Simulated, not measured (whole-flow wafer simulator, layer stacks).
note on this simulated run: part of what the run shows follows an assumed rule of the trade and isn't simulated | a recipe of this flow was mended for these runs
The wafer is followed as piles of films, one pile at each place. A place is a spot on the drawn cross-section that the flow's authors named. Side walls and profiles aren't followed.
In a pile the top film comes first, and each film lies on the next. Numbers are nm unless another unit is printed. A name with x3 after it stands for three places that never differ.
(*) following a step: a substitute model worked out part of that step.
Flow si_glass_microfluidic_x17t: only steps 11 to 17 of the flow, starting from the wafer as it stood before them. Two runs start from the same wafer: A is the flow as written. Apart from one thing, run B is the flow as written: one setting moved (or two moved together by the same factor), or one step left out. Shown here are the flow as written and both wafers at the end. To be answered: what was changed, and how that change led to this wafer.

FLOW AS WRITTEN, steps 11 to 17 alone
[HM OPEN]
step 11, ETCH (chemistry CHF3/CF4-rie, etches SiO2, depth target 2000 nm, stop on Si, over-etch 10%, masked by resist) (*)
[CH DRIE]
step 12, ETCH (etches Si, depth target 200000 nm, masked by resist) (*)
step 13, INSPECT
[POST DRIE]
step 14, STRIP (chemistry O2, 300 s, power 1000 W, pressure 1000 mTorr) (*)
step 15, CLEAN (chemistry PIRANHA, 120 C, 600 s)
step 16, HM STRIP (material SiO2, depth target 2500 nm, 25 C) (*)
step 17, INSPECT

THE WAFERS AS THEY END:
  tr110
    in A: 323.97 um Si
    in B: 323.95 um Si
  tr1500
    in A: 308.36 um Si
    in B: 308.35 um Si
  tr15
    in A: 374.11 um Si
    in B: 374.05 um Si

The reason: step 11, ETCH: depth target 2300 nm was run, whereas the flow has depth target 2000 nm.

Step by step, how the change led to this:
  step 11, ETCH (chemistry CHF3/CF4-rie, etches SiO2, depth target 2000 nm, stop on Si, over-etch 10%, masked by resist) (*)
      tr110, tr1500, tr15: A SiO2 loses 2000 (all of it), Si loses 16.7 | B SiO2 loses 2000 (all of it), Si loses 44.2
      land: A thick-i-line-resist loses 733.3 | B thick-i-line-resist loses 843.3
  step 12, ETCH (etches Si, depth target 200000 nm, masked by resist) (*)
      tr1500: A Si loses 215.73 um | B Si loses 215.72 um
      tr15: A Si loses 149.99 um | B Si loses 150.02 um
  step 14, STRIP (chemistry O2, 300 s, power 1000 W, pressure 1000 mTorr) (*)
      land: A thick-i-line-resist loses 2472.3 (all of it) | B thick-i-line-resist loses 2362.5 (all of it)
